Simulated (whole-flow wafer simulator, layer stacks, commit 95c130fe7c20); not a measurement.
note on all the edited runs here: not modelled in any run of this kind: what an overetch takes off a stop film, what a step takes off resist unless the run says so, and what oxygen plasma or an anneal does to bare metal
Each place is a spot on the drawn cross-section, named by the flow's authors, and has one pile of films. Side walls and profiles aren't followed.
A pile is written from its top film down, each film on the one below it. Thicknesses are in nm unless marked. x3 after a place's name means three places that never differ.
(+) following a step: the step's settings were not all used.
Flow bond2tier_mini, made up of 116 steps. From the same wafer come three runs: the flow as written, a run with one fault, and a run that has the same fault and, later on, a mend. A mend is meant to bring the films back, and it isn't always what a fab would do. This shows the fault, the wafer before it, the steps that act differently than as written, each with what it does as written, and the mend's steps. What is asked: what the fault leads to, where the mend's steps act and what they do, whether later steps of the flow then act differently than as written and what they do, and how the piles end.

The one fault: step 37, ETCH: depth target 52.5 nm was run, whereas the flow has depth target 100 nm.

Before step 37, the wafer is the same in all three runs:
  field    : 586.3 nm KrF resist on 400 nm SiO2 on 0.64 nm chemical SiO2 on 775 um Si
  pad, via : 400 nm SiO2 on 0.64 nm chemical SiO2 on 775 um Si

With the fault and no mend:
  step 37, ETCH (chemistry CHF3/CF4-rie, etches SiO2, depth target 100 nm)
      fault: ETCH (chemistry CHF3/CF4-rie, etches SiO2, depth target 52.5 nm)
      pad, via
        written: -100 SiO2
        fault: -52.5 SiO2
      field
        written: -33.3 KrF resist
        fault: -17.5 KrF resist
  Steps later in the flow that act otherwise than as written (1 more step, not shown, differs only slightly: by at most 2% or 0.5 nm, whichever is larger):
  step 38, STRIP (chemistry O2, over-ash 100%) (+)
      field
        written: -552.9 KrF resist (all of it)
        fault: -568.8 KrF resist (all of it)
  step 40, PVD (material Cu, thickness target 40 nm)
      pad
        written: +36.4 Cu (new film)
        fault: +38.1 Cu (new film)
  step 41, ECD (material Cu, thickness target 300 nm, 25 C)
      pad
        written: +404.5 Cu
        fault: +354.9 Cu
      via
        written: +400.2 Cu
        fault: +352.5 Cu
  At pad, the piles at the end differ from the flow's by more than 2% or 0.5 nm, whichever is larger.
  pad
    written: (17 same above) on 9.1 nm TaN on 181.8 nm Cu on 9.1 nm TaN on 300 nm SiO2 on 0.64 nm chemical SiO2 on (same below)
    fault: (17 same above) on 9.1 nm TaN on 133.9 nm Cu on 9.53 nm TaN on 347.5 nm SiO2 on 0.64 nm chemical SiO2 on (same below)

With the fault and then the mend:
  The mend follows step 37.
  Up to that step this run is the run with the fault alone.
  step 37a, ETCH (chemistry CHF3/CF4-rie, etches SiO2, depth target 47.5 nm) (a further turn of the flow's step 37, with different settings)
      pad, via
        -47.5 SiO2
      field
        -15.8 KrF resist
  None of the later steps of the flow acts differently than as written at any place that is followed.
  At every place that both follow, the piles at the end match the flow's.
